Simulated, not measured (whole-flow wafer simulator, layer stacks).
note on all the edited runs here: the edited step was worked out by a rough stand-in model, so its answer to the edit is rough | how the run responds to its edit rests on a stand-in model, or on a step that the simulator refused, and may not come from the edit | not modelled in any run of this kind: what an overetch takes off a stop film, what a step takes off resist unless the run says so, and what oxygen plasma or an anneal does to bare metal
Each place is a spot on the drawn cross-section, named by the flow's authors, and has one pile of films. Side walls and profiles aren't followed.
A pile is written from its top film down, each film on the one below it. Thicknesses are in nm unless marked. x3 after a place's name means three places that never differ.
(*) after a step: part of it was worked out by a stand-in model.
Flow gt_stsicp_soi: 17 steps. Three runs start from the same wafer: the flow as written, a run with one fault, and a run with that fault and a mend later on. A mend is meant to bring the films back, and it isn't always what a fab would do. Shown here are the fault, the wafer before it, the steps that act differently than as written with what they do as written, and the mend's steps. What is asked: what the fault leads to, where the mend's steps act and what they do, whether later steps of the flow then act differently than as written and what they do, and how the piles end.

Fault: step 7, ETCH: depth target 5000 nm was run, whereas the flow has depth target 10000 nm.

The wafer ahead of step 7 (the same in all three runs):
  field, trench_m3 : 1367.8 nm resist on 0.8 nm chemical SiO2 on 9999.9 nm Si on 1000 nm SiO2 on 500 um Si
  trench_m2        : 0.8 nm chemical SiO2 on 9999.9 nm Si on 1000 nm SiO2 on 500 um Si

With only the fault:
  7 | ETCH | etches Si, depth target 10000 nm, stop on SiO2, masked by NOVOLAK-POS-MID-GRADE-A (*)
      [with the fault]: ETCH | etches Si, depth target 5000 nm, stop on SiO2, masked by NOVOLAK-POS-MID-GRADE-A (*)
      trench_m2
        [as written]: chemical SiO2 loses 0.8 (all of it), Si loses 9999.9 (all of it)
        [with the fault]: chemical SiO2 loses 0.8 (all of it), Si loses 5000
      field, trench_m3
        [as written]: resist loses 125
        [with the fault]: resist loses 62.5
  Steps later in the flow that act otherwise than as written (1 more step, not shown, differs only slightly: by at most 2% or 0.5 nm, whichever is larger):
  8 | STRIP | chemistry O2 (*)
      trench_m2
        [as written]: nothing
        [with the fault]: chemical SiO2 gains 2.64 (new film), Si loses 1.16
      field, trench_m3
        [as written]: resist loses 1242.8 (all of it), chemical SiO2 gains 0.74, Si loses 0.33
        [with the fault]: resist loses 1305.3 (all of it), chemical SiO2 gains 0.75, Si loses 0.33
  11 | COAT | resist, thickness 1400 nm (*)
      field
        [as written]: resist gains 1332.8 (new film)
        [with the fault]: resist gains 1366.1 (new film)
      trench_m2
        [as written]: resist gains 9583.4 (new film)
        [with the fault]: resist gains 5563.2 (new film)
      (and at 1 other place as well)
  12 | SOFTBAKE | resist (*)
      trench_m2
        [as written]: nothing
        [with the fault]: resist gains 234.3
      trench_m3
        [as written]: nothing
        [with the fault]: resist gains 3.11
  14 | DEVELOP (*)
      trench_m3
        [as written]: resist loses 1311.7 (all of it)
        [with the fault]: resist loses 1358.7 (all of it)
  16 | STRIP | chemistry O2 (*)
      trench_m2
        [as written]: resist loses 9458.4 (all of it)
        [with the fault]: resist loses 5672.5 (all of it), chemical SiO2 gains 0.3, Si loses 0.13
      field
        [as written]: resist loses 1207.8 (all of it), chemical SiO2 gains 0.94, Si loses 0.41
        [with the fault]: resist loses 1241.5 (all of it), chemical SiO2 gains 0.71, Si loses 0.31
  The piles end different from the flow's at trench_m2 by more than 2% or 0.5 nm, whichever is larger.
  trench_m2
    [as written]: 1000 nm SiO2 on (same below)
    [with the fault]: 2.94 nm chemical SiO2 on 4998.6 nm Si on 1000 nm SiO2 on (same below)

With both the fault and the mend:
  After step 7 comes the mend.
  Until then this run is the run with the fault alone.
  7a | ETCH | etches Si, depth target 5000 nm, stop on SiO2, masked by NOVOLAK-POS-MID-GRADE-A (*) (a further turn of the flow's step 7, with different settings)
      field, trench_m3
        resist loses 62.5
      trench_m2
        Si loses 4999.9 (all of it)
  Every later step of the flow that is run acts as written at every place that is followed.
  At every place that both follow, the piles at the end match the flow's.
